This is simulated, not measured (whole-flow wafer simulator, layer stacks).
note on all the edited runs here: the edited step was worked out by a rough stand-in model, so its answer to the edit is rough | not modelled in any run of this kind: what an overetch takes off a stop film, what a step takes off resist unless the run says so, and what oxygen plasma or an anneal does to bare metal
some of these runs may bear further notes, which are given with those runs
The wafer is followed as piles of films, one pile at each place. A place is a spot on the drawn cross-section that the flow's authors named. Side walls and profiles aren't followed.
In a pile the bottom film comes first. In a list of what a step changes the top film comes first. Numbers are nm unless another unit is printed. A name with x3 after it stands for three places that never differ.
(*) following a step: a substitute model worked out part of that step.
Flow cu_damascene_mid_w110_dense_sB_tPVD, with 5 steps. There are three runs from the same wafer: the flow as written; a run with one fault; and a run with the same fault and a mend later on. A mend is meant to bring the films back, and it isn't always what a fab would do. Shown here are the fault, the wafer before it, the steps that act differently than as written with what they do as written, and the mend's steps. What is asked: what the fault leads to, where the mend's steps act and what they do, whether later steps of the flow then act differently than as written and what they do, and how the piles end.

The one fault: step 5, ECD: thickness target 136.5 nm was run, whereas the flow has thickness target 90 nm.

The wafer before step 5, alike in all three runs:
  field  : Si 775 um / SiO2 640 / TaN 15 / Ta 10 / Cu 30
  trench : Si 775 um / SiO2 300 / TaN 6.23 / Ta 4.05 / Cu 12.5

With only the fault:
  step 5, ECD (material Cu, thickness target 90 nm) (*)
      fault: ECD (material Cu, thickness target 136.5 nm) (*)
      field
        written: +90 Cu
        fault: +136.5 Cu
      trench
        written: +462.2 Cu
        fault: +508.7 Cu
  Later steps of the flow that are run all act as written at every place that is followed.
  At field, trench, the piles at the end differ from the flow's by more than 2% or 0.5 nm, whichever is larger.
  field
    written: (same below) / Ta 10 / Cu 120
    fault: (same below) / Ta 10 / Cu 166.5
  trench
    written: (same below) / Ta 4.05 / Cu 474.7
    fault: (same below) / Ta 4.05 / Cu 521.2

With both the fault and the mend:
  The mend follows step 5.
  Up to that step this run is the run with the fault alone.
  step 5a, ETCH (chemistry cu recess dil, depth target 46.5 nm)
      field, trench
        -46.5 Cu
  Later steps of the flow that are run all act as written at every place that is followed.
  By the end, the piles equal the flow's at every place that both follow.
